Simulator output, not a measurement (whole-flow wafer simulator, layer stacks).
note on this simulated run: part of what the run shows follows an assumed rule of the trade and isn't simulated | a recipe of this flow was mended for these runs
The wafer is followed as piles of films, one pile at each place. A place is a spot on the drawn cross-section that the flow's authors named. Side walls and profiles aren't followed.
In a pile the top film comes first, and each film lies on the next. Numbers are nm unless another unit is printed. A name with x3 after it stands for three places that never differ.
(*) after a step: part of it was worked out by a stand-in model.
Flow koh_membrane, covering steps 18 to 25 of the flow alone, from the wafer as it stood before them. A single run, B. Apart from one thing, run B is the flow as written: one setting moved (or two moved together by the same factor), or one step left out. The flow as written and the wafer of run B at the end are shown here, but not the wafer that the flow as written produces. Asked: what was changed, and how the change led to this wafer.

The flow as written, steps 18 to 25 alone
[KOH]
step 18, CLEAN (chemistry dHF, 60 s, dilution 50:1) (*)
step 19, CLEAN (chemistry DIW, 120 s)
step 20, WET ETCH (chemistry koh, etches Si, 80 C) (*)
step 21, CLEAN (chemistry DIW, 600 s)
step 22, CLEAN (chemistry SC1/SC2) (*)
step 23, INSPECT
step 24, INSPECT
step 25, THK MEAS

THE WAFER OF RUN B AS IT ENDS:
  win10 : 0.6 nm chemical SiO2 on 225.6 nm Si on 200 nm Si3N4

The reason: step 20, WET ETCH: 96 C was run, while the flow as written has 80 C.

The path from the change to this, step by step:
  step 20, WET ETCH (chemistry koh, etches Si, 80 C) (*)
      win10: Si loses 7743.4 (in the flow as written it would be: Si loses 7337.9)
